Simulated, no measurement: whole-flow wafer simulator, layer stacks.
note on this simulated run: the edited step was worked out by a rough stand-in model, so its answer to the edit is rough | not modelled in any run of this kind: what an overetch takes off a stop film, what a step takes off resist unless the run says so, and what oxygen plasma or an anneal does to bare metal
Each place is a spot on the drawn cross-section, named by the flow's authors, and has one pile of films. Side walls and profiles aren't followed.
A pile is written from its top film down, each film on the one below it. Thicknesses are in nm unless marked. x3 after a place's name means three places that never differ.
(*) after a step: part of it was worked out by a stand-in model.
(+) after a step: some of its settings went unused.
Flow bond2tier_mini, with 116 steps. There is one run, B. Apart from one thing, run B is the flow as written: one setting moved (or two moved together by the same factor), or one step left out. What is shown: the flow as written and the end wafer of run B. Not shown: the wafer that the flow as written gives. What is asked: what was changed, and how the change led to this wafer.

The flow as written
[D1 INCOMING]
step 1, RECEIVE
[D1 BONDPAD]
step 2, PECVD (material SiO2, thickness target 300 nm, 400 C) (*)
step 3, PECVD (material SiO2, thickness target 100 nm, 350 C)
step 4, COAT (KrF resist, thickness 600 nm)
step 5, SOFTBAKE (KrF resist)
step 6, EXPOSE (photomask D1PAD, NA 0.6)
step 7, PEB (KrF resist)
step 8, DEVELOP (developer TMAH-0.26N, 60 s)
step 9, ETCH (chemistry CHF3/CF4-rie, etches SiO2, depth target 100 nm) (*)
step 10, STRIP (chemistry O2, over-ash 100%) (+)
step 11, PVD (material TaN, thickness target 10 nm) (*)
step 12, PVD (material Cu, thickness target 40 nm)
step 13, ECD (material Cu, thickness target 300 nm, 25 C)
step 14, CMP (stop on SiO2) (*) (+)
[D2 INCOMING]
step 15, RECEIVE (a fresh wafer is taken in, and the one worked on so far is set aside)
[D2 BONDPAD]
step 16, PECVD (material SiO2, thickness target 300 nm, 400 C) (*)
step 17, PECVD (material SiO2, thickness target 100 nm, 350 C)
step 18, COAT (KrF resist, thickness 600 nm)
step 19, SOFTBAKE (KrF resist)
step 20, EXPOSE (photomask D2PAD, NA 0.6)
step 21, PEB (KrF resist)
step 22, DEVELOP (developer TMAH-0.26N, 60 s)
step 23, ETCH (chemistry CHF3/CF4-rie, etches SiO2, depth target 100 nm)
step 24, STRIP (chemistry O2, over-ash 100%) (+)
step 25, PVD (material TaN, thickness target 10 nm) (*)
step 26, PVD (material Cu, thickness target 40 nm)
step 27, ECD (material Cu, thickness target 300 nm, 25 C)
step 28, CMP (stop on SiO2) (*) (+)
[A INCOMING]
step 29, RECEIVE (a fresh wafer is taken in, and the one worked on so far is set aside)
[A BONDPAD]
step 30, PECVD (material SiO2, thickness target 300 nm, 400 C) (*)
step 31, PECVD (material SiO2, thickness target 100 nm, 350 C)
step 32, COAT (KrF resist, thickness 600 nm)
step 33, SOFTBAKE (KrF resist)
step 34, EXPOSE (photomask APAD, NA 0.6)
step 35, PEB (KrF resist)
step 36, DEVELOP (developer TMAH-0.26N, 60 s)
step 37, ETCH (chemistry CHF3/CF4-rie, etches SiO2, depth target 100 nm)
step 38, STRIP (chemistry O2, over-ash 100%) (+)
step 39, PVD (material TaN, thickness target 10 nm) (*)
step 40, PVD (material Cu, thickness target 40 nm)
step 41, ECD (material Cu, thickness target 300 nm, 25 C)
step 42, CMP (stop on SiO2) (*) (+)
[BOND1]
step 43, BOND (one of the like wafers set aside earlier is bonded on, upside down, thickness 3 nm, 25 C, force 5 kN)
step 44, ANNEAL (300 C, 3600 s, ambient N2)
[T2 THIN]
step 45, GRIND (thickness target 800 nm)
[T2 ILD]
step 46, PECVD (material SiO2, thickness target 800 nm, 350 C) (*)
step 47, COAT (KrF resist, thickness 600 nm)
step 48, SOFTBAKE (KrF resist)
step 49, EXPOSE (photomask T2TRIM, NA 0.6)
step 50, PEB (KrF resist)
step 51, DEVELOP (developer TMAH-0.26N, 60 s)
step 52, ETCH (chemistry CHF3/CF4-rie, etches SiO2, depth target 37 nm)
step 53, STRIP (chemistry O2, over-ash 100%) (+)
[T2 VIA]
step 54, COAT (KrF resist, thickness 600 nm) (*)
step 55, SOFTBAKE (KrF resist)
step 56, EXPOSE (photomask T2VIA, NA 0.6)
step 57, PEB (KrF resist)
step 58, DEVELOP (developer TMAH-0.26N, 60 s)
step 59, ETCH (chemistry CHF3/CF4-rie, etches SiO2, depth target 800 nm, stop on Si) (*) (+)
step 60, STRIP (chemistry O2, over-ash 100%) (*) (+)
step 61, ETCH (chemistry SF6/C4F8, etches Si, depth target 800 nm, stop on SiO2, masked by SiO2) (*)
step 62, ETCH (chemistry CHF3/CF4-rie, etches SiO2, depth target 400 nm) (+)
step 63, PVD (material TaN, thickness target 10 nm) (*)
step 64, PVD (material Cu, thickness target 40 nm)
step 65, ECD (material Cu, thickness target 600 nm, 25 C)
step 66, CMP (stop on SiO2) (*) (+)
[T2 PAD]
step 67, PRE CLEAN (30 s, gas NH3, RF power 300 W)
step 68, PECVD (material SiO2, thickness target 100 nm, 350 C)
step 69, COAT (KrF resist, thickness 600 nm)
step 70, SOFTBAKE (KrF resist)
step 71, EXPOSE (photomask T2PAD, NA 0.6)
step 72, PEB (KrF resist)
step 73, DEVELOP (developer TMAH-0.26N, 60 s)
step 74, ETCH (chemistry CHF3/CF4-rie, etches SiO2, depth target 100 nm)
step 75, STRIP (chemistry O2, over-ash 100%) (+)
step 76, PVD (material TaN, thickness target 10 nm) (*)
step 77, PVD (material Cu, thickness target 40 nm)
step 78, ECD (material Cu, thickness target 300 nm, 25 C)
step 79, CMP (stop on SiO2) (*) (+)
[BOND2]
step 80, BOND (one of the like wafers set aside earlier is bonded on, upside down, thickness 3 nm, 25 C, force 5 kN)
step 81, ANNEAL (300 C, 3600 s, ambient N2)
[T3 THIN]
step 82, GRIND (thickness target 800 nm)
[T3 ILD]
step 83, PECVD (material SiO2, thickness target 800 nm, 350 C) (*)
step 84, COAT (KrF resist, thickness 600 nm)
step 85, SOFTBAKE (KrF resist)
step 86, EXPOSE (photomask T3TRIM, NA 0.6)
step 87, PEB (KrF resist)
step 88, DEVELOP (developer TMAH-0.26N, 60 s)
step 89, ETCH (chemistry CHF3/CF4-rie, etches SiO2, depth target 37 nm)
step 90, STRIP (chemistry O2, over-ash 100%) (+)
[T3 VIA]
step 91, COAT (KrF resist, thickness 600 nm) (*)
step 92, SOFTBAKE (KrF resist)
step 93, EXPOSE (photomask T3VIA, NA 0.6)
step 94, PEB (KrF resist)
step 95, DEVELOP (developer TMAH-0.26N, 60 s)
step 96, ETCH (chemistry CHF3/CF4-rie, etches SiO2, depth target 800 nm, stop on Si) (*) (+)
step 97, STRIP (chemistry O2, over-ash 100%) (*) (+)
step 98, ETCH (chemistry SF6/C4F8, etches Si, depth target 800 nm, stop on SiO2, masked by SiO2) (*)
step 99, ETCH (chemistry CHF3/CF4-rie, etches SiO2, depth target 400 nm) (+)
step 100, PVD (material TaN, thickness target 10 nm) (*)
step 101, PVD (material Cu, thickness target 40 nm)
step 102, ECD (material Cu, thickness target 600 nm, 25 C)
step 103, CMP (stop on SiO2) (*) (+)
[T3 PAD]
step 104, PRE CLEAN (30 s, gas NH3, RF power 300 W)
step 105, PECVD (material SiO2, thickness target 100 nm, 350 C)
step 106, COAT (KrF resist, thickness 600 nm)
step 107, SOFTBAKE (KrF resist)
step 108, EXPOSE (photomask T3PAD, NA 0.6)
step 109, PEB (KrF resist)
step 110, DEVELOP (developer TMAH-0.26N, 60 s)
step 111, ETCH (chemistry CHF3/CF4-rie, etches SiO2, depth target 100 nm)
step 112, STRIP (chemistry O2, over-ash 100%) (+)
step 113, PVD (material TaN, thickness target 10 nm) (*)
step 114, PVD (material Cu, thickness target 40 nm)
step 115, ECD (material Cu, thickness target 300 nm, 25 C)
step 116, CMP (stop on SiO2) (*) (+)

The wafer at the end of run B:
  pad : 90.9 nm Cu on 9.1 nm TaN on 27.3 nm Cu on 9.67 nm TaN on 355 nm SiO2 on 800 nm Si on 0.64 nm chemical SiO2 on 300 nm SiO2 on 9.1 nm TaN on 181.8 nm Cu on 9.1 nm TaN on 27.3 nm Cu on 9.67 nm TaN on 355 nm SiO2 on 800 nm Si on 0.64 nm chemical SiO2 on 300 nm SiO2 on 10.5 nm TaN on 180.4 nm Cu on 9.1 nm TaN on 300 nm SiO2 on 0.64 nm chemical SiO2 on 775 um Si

Cause: step 11, PVD: thickness target 11.5 nm was run, while the flow as written has thickness target 10 nm.

Step by step, how the change led to this:
  step 11, PVD (material TaN, thickness target 10 nm) (*)
      field: TaN gains 11.5 (new film) (it would be, as written: TaN gains 10 (new film))
      pad: TaN gains 10.5 (new film) (it would be, as written: TaN gains 9.1 (new film))
      (and at 1 other place as well)
  step 14, CMP (stop on SiO2) (*) (+)
      field: Cu loses 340 (all of it), TaN loses 11.5 (all of it) (it would be, as written: Cu loses 340 (all of it), TaN loses 10 (all of it))
  step 43, BOND (one of the like wafers set aside earlier is bonded on, upside down, thickness 3 nm, 25 C, force 5 kN)
      pad: Si gains 775 um (new film), chemical SiO2 gains 0.64 (new film), SiO2 gains 300 (new film), TaN gains 10.5 (new film), Cu gains 89.5 (it would be, as written: Si gains 775 um (new film), chemical SiO2 gains 0.64 (new film), SiO2 gains 300 (new film), TaN gains 9.1 (new film), Cu gains 90.9)
      via: Si gains 775 um (new film), chemical SiO2 gains 0.64 (new film), SiO2 gains 300 (new film), TaN gains 11.5 (new film), Cu gains 88.5 (it would be, as written: Si gains 775 um (new film), chemical SiO2 gains 0.64 (new film), SiO2 gains 300 (new film), TaN gains 9.97 (new film), Cu gains 90)
